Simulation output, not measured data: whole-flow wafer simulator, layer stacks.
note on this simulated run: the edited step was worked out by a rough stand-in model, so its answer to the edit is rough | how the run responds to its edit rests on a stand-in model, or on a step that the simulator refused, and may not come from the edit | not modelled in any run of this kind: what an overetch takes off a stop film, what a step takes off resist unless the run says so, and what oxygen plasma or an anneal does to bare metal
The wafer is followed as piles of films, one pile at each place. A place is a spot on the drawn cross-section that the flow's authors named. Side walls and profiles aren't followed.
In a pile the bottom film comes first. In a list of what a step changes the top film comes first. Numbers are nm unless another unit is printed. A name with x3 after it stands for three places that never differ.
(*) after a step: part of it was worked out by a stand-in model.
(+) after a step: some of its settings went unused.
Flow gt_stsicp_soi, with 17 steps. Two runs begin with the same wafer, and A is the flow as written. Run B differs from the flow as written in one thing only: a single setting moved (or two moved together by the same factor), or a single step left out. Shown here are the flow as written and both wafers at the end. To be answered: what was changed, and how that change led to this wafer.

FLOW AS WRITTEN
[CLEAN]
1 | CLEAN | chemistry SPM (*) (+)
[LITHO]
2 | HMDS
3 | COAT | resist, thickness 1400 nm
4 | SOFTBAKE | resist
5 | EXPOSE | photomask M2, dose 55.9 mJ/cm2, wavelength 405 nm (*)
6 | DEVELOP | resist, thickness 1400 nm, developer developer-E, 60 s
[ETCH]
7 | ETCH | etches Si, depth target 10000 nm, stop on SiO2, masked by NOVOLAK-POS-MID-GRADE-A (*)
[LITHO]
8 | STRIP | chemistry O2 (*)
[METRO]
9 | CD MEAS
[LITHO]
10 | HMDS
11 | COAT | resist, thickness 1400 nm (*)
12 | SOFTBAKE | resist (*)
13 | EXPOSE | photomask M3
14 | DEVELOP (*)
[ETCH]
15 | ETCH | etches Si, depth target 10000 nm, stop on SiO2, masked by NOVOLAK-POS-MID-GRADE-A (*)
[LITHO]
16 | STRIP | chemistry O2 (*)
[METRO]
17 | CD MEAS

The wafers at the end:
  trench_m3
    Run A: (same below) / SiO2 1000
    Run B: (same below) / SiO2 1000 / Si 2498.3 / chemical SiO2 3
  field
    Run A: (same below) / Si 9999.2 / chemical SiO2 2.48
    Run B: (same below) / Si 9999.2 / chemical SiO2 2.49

What caused this: step 15, ETCH: depth target 7500 nm was run, whereas the flow has depth target 10000 nm.

How this came from the change, step by step:
  15 | ETCH | etches Si, depth target 10000 nm, stop on SiO2, masked by NOVOLAK-POS-MID-GRADE-A (*)
      trench_m3: A chemical SiO2 loses 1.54 (all of it), Si loses 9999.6 (all of it) | B chemical SiO2 loses 1.54 (all of it), Si loses 7500
      field, trench_m2: A resist loses 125 | B resist loses 93.8
  16 | STRIP | chemistry O2 (*)
      trench_m3: A nothing | B chemical SiO2 gains 3 (new film), Si loses 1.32
      field: A resist loses 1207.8 (all of it), chemical SiO2 gains 0.94, Si loses 0.41 | B resist loses 1239 (all of it), chemical SiO2 gains 0.94, Si loses 0.41
